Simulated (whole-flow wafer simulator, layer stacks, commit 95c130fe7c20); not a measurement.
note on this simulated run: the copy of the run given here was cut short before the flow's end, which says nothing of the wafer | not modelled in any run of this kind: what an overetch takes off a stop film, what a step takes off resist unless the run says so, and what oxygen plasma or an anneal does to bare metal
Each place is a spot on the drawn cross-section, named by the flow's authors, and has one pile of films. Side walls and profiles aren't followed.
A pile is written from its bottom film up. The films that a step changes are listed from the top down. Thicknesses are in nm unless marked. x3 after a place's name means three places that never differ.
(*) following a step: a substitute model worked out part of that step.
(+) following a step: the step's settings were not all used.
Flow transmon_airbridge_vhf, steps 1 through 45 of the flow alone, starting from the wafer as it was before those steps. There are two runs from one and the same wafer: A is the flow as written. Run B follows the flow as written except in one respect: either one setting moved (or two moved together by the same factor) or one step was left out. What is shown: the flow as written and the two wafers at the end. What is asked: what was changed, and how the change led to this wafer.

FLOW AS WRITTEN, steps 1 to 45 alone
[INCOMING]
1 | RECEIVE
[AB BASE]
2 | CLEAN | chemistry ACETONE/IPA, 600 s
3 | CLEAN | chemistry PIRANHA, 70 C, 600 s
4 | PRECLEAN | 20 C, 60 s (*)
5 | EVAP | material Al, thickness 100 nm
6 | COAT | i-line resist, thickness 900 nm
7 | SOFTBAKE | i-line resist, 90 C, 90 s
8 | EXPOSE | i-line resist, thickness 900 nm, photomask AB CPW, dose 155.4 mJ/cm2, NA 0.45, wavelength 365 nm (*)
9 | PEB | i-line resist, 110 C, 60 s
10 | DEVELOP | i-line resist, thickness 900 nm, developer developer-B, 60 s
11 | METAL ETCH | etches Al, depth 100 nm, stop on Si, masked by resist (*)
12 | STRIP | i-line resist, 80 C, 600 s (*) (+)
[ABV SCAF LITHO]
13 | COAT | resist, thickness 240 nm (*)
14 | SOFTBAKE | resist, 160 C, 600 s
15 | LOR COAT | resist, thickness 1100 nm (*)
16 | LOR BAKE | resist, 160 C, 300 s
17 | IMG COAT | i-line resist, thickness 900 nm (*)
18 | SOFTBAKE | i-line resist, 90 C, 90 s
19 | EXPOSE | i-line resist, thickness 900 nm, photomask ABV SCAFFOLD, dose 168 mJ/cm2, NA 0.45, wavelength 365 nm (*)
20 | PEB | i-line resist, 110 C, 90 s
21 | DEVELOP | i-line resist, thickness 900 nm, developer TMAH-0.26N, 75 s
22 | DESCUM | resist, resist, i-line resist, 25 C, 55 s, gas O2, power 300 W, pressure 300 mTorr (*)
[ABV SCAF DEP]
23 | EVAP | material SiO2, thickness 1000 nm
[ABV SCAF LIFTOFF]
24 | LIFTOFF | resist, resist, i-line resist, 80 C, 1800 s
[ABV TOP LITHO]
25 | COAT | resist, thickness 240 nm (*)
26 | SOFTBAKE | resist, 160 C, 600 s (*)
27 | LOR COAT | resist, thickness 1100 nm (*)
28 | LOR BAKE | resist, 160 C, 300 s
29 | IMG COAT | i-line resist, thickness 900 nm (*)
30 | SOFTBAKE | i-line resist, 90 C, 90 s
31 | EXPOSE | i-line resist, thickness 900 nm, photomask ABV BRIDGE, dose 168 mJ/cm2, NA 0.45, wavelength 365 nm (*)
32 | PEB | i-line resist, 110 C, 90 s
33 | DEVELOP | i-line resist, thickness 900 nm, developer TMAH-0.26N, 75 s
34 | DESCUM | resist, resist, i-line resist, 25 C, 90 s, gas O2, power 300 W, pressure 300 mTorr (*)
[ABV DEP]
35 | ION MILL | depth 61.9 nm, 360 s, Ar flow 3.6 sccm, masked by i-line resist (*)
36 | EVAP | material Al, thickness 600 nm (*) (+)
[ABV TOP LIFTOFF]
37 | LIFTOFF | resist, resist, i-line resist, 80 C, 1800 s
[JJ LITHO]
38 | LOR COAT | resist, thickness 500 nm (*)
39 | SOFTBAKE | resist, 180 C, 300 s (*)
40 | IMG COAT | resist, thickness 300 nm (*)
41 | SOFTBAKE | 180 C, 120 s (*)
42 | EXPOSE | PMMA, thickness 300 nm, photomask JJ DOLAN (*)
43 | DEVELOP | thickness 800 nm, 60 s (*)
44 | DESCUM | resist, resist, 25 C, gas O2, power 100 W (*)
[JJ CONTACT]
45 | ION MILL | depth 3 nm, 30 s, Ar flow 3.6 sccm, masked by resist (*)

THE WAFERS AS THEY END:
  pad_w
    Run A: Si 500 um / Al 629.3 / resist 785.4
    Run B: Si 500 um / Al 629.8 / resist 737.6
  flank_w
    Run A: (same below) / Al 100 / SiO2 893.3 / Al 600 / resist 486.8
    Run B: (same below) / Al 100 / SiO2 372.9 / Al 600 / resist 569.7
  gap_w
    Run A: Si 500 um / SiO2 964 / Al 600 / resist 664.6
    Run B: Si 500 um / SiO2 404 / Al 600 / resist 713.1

Cause: step 23, EVAP: thickness 440 nm was run, whereas the flow has thickness 1000 nm.

How this came from the change, step by step:
  23 | EVAP | material SiO2, thickness 1000 nm
      field x3, jj_line, ground_far and 10 more: A SiO2 gains 1000 (new film) | B SiO2 gains 440 (new film)
      flank_w, flank_e: A SiO2 gains 929.3 (new film) | B SiO2 gains 408.9 (new film)
  24 | LIFTOFF | resist, resist, i-line resist, 80 C, 1800 s
      field x3, jj_line, trace_open_s x2: A SiO2 loses 1000 (all of it), i-line resist loses 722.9 (all of it), resist loses 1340 (all of it) | B SiO2 loses 440 (all of it), i-line resist loses 722.9 (all of it), resist loses 1340 (all of it)
      pad_w, pad_e: A SiO2 loses 1000 (all of it), i-line resist loses 718 (all of it), resist loses 1330.2 (all of it) | B SiO2 loses 440 (all of it), i-line resist loses 718 (all of it), resist loses 1330.2 (all of it)
      (and at 1 other place as well)
  25 | COAT | resist, thickness 240 nm (*)
      flank_w, flank_e: A resist gains 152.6 (new film) | B resist gains 173.2 (new film)
      gap_w, gap_e: A resist gains 210.7 (new film) | B resist gains 234.2 (new film)
      (and at 6 other places as well)
  27 | LOR COAT | resist, thickness 1100 nm (*)
      gap_w, gap_e: A resist gains 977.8 | B resist gains 1057.9
      margin_s, margin_n: A resist gains 823.4 | B resist gains 969.1
      (and at 6 other places as well)
  29 | IMG COAT | i-line resist, thickness 900 nm (*)
      gap_w, gap_e: A i-line resist gains 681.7 (new film) | B i-line resist gains 819.4 (new film)
      margin_s, margin_n: A i-line resist gains 603.2 (new film) | B i-line resist gains 778.1 (new film)
      (and at 7 other places as well)
  30 | SOFTBAKE | i-line resist, 90 C, 90 s
      flank_w, flank_e: A i-line resist loses 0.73 | B i-line resist loses 0.21
  32 | PEB | i-line resist, 110 C, 90 s
      pad_w, pad_e: A i-line resist loses 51 | B i-line resist loses 48.1
      flank_w, flank_e: A i-line resist loses 38.3 | B i-line resist loses 43.7
      (and at 7 other places as well)
  33 | DEVELOP | i-line resist, thickness 900 nm, developer TMAH-0.26N, 75 s
      gap_w, gap_e: A i-line resist loses 646.9 (all of it), resist loses 977.8 | B i-line resist loses 777.4 (all of it), resist loses 1057.9
      pad_w: A i-line resist loses 937.2 (all of it), resist loses 1247.8 | B i-line resist loses 887.9 (all of it), resist loses 1158.9
      (and at 5 other places as well)
  34 | DESCUM | resist, resist, i-line resist, 25 C, 90 s, gas O2, power 300 W, pressure 300 mTorr (*)
      flank_w, flank_e: A resist loses 152.6 (all of it) | B resist loses 173.2 (all of it)
      gap_w, gap_e: A resist loses 210.7 (all of it) | B resist loses 234.2 (all of it)
      (and at 4 other places as well)
  37 | LIFTOFF | resist, resist, i-line resist, 80 C, 1800 s
      margin_s, margin_n: A Al loses 600 (all of it), i-line resist loses 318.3 (all of it), resist loses 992 (all of it) | B Al loses 600 (all of it), i-line resist loses 484.3 (all of it), resist loses 1169.4 (all of it)
      ground_far: A Al loses 600 (all of it), i-line resist loses 717.9 (all of it), resist loses 1384.9 (all of it) | B Al loses 600 (all of it), i-line resist loses 648.1 (all of it), resist loses 1362.7 (all of it)
  38 | LOR COAT | resist, thickness 500 nm (*)
      pad_w, pad_e: A resist gains 517 (new film) | B resist gains 484.2 (new film)
      flank_w, flank_e: A resist gains 306.5 (new film) | B resist gains 372.6 (new film)
      (and at 6 other places as well)
  40 | IMG COAT | resist, thickness 300 nm (*)
      pad_w, pad_e: A resist gains 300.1 | B resist gains 285.1
      flank_w, flank_e: A resist gains 212.1 | B resist gains 228.9
      (and at 6 other places as well)
